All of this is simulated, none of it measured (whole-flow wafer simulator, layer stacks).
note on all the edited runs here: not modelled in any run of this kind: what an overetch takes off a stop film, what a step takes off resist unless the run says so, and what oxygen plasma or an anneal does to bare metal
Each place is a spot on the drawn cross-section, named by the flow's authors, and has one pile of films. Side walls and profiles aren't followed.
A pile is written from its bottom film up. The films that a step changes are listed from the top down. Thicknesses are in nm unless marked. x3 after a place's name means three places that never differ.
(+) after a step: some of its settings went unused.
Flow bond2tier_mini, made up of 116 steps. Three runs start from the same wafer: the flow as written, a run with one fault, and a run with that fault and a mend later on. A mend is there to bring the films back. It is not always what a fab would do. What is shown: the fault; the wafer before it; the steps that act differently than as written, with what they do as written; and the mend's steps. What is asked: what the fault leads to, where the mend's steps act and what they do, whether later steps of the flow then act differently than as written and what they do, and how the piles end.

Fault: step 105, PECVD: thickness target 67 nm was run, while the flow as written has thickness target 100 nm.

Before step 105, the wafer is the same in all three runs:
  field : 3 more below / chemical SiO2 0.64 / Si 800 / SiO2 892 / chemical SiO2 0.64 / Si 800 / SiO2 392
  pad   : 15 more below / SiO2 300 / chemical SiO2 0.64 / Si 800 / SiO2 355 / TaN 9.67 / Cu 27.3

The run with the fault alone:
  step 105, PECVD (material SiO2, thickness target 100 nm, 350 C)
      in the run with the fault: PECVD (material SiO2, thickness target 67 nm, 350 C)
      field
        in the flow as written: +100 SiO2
        in the run with the fault: +67 SiO2
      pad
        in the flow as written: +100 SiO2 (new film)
        in the run with the fault: +67 SiO2 (new film)
  Steps further on in the flow that do not act as written (1 more step, not shown, differs only slightly: by at most 2% or 0.5 nm, whichever is larger):
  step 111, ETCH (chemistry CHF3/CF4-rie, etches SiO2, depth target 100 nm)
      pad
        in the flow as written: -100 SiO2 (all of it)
        in the run with the fault: -67 SiO2 (all of it), -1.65 Cu
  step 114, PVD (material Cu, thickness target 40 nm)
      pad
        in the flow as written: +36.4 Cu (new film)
        in the run with the fault: +37.5 Cu (new film)
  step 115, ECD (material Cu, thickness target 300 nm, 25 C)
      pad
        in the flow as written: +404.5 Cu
        in the run with the fault: +371.7 Cu
  At field, pad, the piles at the end differ from the flow's by more than 2% or 0.5 nm, whichever is larger.
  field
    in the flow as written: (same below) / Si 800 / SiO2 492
    in the run with the fault: (same below) / Si 800 / SiO2 459
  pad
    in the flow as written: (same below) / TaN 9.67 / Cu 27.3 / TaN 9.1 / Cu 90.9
    in the run with the fault: (same below) / TaN 9.67 / Cu 25.7 / TaN 9.42 / Cu 59.2

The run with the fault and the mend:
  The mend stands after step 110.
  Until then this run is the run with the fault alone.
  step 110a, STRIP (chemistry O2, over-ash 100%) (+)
      field
        -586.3 KrF resist (all of it)
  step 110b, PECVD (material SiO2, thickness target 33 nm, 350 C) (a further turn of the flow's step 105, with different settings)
      field, pad
        +33 SiO2
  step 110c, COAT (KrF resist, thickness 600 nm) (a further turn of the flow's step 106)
      field, pad
        +600 KrF resist (new film)
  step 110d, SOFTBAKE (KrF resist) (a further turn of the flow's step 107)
      does not change any film at any place that is followed
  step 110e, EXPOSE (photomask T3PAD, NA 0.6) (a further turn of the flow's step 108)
      does not change any film at any place that is followed
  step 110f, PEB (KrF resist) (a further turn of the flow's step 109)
      does not change any film at any place that is followed
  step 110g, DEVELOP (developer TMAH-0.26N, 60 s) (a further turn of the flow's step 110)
      field
        -13.7 KrF resist
      pad
        -600 KrF resist (all of it)
  Later steps of the flow that are run all act as written at every place that is followed.
  The piles end the same as the flow's at every place that both follow.
